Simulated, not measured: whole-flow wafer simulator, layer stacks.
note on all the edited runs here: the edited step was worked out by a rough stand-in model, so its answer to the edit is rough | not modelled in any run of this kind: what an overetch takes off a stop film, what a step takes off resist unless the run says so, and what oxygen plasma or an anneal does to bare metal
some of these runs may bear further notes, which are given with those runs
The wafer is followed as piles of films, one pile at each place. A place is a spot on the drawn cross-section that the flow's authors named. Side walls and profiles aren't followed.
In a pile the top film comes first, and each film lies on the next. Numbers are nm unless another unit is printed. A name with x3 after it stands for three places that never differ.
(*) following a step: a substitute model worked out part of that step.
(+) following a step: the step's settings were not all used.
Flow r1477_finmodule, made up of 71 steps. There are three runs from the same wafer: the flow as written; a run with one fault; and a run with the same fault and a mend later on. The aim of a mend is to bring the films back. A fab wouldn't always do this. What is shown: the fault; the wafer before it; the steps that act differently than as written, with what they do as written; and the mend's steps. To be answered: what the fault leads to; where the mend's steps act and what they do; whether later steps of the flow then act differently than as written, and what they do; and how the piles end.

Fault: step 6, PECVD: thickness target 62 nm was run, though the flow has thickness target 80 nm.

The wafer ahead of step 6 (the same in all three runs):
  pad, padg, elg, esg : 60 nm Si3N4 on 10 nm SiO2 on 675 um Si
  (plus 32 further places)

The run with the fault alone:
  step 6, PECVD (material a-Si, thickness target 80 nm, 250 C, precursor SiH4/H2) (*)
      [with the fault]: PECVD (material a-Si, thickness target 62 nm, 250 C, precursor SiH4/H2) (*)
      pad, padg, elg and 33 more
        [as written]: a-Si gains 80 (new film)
        [with the fault]: a-Si gains 62 (new film)
  Steps later in the flow that act otherwise than as written (not shown: 3 more steps that differ only slightly, by at most 2% or 0.5 nm, whichever is larger):
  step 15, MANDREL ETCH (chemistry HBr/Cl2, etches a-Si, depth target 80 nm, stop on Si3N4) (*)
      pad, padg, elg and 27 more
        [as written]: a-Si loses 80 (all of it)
        [with the fault]: a-Si loses 62 (all of it)
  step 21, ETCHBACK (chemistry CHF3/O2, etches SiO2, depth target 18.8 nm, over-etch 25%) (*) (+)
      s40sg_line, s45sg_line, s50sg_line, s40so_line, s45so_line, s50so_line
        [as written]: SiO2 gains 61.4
        [with the fault]: SiO2 gains 43.4
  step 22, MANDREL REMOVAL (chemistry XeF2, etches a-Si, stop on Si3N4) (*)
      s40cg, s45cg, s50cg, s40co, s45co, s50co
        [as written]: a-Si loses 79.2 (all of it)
        [with the fault]: a-Si loses 61.2 (all of it)
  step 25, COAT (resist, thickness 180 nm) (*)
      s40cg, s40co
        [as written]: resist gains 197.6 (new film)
        [with the fault]: resist gains 193.1 (new film)
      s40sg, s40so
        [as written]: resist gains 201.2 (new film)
        [with the fault]: resist gains 196.7 (new film)
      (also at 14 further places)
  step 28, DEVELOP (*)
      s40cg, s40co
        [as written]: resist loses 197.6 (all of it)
        [with the fault]: resist loses 193.1 (all of it)
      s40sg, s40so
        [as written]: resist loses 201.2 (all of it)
        [with the fault]: resist loses 196.7 (all of it)
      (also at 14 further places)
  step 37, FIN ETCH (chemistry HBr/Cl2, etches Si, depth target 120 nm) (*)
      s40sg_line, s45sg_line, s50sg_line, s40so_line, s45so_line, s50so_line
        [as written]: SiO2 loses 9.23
        [with the fault]: SiO2 loses 5.4 (all of it), Si3N4 loses 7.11
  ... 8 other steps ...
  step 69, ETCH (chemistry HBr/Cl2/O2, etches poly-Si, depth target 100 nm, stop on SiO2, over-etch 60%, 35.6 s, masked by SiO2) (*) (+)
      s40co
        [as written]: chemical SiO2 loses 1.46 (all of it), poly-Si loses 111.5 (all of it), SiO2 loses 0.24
        [with the fault]: chemical SiO2 loses 1.48 (all of it), poly-Si loses 120.6 (all of it), SiO2 loses 0.2
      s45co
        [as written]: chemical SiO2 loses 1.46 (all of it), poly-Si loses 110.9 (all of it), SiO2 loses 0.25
        [with the fault]: chemical SiO2 loses 1.48 (all of it), poly-Si loses 120.6 (all of it), SiO2 loses 0.2
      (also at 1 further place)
  The piles end different from the flow's at pad, padg, esg and 19 more by more than 2% or 0.5 nm, whichever is larger.
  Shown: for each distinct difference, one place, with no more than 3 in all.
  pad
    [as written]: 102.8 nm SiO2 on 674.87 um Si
    [with the fault]: 95.7 nm SiO2 on 674.87 um Si
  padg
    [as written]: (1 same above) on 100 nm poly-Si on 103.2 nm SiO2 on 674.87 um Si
    [with the fault]: (1 same above) on 100 nm poly-Si on 96.1 nm SiO2 on 674.87 um Si
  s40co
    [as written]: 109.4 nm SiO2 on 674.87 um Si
    [with the fault]: 102.3 nm SiO2 on 674.87 um Si

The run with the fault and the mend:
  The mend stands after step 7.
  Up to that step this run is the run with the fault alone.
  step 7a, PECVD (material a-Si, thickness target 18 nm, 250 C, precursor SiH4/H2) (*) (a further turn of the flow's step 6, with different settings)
      pad, padg, elg and 33 more
        a-Si gains 18
  Every later step of the flow that is run acts as written at every place that is followed.
  At every place that both follow, the piles at the end match the flow's.
